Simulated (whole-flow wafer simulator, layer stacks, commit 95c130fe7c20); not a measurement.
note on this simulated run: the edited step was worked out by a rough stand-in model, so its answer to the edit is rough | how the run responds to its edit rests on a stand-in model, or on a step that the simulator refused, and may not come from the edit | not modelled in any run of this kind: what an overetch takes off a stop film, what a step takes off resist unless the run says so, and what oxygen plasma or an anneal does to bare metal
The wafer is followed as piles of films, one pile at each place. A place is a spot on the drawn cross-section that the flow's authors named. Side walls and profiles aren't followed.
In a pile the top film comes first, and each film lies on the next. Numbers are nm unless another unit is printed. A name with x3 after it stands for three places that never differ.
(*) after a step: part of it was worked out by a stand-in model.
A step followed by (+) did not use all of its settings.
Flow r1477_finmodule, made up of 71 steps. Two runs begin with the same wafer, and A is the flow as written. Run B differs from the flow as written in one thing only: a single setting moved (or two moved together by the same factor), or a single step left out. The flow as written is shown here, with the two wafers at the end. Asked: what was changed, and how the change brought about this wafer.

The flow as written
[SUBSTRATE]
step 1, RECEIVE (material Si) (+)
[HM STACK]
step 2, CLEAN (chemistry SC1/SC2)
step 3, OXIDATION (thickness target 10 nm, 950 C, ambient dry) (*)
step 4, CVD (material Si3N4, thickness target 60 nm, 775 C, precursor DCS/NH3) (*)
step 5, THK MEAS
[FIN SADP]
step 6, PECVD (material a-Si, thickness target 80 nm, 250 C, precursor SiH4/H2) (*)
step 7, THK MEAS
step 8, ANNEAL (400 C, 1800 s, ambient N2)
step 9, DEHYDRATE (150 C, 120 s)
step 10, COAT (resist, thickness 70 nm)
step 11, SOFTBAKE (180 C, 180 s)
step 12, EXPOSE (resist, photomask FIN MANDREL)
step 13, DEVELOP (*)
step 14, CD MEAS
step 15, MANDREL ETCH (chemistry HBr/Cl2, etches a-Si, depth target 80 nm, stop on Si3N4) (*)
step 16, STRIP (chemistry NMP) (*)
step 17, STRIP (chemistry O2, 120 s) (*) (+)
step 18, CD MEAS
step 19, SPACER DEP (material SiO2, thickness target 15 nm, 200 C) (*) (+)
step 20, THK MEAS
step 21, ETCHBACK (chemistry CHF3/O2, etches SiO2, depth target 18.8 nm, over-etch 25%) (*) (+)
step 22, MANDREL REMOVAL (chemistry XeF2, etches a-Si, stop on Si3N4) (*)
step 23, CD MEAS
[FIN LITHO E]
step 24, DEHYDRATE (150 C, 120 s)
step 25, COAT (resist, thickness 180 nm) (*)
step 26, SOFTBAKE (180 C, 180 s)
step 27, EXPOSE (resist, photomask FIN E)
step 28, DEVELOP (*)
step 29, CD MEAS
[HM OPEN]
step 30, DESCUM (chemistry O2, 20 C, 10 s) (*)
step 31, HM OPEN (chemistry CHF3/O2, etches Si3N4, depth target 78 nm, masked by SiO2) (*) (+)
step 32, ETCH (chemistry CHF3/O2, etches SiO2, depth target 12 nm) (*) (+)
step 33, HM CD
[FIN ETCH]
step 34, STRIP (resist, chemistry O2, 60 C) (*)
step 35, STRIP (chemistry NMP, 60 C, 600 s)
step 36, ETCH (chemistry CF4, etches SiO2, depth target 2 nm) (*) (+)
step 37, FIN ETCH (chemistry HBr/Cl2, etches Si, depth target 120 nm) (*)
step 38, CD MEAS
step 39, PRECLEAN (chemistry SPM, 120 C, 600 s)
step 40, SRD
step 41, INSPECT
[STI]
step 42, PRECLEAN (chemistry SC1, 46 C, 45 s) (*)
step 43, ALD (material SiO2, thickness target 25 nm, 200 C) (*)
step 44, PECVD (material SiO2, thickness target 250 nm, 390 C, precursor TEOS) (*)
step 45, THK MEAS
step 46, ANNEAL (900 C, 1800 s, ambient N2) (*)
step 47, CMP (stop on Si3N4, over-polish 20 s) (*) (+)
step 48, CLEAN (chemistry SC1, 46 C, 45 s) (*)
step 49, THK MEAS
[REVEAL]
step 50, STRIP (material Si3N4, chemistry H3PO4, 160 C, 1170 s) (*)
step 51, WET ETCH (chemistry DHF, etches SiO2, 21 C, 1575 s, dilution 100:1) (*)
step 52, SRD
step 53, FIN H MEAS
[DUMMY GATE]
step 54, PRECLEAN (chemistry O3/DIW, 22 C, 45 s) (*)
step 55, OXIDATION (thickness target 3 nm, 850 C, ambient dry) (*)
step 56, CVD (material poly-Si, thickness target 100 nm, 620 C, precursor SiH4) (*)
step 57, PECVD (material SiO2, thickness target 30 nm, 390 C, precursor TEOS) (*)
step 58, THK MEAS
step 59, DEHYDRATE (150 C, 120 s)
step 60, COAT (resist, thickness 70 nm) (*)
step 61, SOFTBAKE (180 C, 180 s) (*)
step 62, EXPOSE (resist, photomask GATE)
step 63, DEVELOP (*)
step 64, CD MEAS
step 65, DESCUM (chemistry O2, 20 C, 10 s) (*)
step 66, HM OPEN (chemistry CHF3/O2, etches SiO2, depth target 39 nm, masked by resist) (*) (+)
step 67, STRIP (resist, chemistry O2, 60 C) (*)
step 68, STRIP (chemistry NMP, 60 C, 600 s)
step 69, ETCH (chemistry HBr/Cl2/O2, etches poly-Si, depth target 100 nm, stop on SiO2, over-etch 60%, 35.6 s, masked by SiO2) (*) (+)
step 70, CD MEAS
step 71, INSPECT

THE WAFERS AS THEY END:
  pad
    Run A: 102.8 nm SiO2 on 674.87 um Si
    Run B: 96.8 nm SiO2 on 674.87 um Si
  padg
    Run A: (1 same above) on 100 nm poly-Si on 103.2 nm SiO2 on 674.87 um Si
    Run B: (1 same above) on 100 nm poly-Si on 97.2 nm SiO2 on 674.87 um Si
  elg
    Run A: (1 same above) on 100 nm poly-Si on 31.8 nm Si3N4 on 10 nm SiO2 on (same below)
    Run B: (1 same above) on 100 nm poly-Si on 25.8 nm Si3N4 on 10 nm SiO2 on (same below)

What caused this: step 4, CVD: thickness target 54 nm was run, though the flow has thickness target 60 nm.

Step by step, how the change led to this:
  step 4, CVD (material Si3N4, thickness target 60 nm, 775 C, precursor DCS/NH3) (*)
      pad, padg, elg and 33 more: A +60 Si3N4 (new film) | B +54 Si3N4 (new film)
  step 31, HM OPEN (chemistry CHF3/O2, etches Si3N4, depth target 78 nm, masked by SiO2) (*) (+)
      s40cg, s45cg, s50cg, s40co, s45co, s50co: A -60 Si3N4 (all of it), -9 SiO2 | B -54 Si3N4 (all of it), -10 SiO2 (all of it)
      pad, padg, esg and 13 more: A -56.4 Si3N4 (all of it), -10 SiO2 (all of it) | B -50.4 Si3N4 (all of it), -10 SiO2 (all of it)
      (also at 14 further places)
  step 32, ETCH (chemistry CHF3/O2, etches SiO2, depth target 12 nm) (*) (+)
      s40cg, s40co: A -1 SiO2 (all of it), -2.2 Si | B -2.09 Si
      s45cg, s45co: A -1 SiO2 (all of it), -2.2 Si | B -2.13 Si
      (also at 2 further places)
  step 34, STRIP (resist, chemistry O2, 60 C) (*)
      elg, e40lg, e100lg, e200lg, elo, e40lo, e100lo, e200lo: A -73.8 resist (all of it) | B -76.2 resist (all of it)
  step 43, ALD (material SiO2, thickness target 25 nm, 200 C) (*)
      s40cg, s45cg, s40co, s45co: A +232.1 SiO2 (new film) | B +227.2 SiO2 (new film)
      s50cg, s50co: A +232.1 SiO2 (new film) | B +227.3 SiO2 (new film)
      (also at 1 further place)
  step 47, CMP (stop on Si3N4, over-polish 20 s) (*) (+)
      pad, padg, e40sg and 11 more: A -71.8 SiO2 | B -77.8 SiO2
      eso: A -72.4 SiO2 | B -78.4 SiO2
  step 50, STRIP (material Si3N4, chemistry H3PO4, 160 C, 1170 s) (*)
      s40sg_line, s45sg_line, s50sg_line, s40so_line, s45so_line, s50so_line: A -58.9 Si3N4 (all of it), -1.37 SiO2 | B -52.9 Si3N4 (all of it), -1.55 SiO2
  step 56, CVD (material poly-Si, thickness target 100 nm, 620 C, precursor SiH4) (*)
      s40cg, s40co: A +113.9 poly-Si (new film) | B +121.9 poly-Si (new film)
      s45cg, s45co: A +113.4 poly-Si (new film) | B +119.4 poly-Si (new film)
      (also at 2 further places)
  step 60, COAT (resist, thickness 70 nm) (*)
      s40cg, s40co: A +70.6 resist (new film) | B +68.8 resist (new film)
      s40sg, s40so: A +91 resist (new film) | B +97.3 resist (new film)
      (also at 4 further places)
  step 63, DEVELOP (*)
      s40co: A -70.6 resist (all of it) | B -68.8 resist (all of it)
      s40so: A -91 resist (all of it) | B -97.3 resist (all of it)
      (also at 2 further places)
  step 67, STRIP (resist, chemistry O2, 60 C) (*)
      s40cg: A -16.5 resist (all of it) | B -14.7 resist (all of it)
      s40sg: A -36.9 resist (all of it) | B -43.2 resist (all of it)
      (also at 2 further places)
  step 69, ETCH (chemistry HBr/Cl2/O2, etches poly-Si, depth target 100 nm, stop on SiO2, over-etch 60%, 35.6 s, masked by SiO2) (*) (+)
      s40co: A -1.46 chemical SiO2 (all of it), -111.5 poly-Si (all of it), -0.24 SiO2 | B -1.46 chemical SiO2 (all of it), -119.5 poly-Si (all of it), -0.2 SiO2
      s45co: A -1.46 chemical SiO2 (all of it), -110.9 poly-Si (all of it), -0.25 SiO2 | B -1.46 chemical SiO2 (all of it), -116.9 poly-Si (all of it), -0.22 SiO2
      (also at 1 further place)
